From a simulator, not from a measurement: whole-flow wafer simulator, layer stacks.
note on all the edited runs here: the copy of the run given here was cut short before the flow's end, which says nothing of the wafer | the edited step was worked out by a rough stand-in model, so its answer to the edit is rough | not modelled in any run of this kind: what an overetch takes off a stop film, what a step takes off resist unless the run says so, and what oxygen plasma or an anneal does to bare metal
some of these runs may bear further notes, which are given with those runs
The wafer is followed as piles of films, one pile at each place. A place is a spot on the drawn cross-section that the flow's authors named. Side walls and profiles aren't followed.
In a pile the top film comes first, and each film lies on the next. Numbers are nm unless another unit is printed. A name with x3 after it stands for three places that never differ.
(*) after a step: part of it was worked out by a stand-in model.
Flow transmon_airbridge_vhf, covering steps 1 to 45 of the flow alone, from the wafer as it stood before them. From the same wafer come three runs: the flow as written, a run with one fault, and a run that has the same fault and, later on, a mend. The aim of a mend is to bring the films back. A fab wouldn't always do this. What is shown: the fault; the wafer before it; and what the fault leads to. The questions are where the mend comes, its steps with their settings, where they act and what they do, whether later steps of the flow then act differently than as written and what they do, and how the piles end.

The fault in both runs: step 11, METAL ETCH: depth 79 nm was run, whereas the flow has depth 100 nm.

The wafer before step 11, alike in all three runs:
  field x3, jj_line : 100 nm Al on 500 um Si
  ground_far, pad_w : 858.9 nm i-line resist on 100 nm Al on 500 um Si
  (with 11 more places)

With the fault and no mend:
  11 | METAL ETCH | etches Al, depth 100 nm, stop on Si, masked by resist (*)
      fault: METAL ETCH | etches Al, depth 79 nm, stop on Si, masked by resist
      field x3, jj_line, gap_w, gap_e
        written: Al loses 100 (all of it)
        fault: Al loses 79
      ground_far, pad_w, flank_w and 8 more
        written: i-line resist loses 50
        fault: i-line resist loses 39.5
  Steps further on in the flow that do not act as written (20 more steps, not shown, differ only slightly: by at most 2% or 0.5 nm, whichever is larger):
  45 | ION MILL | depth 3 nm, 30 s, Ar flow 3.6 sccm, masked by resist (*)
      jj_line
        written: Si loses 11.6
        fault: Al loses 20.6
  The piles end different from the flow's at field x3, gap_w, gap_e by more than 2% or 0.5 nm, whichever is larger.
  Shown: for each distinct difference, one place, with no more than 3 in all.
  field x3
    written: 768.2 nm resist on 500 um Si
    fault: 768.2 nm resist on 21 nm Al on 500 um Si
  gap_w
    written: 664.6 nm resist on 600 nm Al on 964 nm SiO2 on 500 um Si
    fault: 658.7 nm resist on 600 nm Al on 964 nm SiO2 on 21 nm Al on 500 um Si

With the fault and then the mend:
  The mend stands after step 11.
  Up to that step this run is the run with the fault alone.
  11a | METAL ETCH | etches Al, depth 21 nm, stop on Si, masked by resist (*) (the flow's step 11 again, with other settings)
      ground_far, pad_w, flank_w and 8 more
        i-line resist loses 10.5
      field x3, jj_line, gap_w, gap_e
        Al loses 21 (all of it)
  Later steps of the flow that are run all act as written at every place that is followed.
  By the end, the piles equal the flow's at every place that both follow.
